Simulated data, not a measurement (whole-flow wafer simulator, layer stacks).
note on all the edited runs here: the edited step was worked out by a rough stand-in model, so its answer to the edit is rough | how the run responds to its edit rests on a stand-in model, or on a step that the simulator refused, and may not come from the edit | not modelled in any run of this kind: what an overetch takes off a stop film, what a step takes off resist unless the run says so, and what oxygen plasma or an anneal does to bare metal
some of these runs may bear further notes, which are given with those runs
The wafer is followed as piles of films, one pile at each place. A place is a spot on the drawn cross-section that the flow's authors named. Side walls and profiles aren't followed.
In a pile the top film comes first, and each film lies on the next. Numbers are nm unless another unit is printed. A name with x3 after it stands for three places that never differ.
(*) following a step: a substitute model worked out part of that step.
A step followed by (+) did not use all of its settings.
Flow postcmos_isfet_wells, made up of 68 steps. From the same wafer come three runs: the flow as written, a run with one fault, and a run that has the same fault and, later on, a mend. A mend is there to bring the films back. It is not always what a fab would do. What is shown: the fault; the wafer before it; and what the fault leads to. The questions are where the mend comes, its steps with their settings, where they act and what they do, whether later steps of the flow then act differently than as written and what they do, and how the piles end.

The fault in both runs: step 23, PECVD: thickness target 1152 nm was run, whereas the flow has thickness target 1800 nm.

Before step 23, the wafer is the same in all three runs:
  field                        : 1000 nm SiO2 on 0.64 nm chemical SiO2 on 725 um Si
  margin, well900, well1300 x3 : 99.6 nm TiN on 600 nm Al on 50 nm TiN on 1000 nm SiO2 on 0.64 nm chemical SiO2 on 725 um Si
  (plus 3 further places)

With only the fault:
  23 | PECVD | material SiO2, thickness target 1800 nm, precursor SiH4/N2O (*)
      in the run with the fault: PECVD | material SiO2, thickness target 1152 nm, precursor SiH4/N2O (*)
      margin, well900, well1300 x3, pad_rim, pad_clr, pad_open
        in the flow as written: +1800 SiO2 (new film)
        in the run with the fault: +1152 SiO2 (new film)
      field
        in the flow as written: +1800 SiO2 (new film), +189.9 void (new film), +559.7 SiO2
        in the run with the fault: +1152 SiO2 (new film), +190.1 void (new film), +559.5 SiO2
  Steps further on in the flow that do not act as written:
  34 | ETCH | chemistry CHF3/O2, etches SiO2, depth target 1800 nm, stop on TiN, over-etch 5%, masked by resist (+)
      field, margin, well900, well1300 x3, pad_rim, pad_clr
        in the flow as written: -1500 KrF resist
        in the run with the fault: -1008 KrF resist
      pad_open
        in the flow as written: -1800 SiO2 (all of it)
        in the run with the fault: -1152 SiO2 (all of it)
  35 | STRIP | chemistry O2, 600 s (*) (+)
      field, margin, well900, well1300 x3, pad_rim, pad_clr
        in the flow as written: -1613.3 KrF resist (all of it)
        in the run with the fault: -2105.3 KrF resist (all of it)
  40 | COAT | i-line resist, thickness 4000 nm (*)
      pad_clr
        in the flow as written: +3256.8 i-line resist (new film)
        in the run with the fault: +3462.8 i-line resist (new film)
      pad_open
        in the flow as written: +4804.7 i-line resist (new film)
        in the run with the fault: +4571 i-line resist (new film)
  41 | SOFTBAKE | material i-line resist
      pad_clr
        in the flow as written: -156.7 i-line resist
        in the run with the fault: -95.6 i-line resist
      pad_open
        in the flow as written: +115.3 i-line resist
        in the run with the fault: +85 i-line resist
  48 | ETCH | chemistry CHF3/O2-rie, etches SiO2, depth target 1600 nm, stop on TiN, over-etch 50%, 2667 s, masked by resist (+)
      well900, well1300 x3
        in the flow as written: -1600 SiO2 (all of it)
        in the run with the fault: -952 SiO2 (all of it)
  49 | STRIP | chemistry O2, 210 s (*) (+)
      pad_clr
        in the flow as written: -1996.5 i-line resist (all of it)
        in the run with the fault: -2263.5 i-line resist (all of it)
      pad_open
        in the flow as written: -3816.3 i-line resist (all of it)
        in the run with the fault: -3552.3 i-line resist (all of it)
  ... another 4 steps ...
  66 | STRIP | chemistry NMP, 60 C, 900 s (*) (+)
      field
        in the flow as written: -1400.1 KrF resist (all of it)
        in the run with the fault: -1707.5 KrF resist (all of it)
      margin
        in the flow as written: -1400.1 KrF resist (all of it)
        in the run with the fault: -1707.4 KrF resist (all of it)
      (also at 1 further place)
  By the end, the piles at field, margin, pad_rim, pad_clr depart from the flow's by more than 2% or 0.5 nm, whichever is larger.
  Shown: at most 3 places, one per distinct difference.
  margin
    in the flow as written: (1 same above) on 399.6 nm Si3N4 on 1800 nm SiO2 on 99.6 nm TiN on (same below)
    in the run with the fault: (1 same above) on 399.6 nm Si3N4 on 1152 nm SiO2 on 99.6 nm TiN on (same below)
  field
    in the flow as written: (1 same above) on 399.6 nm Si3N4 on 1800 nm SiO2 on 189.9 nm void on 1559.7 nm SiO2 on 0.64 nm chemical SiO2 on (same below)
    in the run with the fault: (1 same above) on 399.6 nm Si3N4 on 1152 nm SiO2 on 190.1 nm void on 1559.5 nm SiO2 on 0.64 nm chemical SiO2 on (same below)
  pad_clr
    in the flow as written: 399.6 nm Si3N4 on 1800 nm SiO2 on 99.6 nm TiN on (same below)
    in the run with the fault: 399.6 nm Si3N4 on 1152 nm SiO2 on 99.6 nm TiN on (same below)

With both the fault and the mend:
  The mend stands after step 23.
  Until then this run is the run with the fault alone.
  23a | PECVD | material SiO2, thickness target 648 nm, precursor SiH4/N2O (*) (a further turn of the flow's step 23, with different settings)
      field, margin, well900, well1300 x3, pad_rim, pad_clr, pad_open
        +648 SiO2
  Every later step of the flow that is run acts as written at every place that is followed.
  The piles end only slightly different from the flow's at the places that both follow, by no more than 2% or 0.5 nm, whichever is larger.
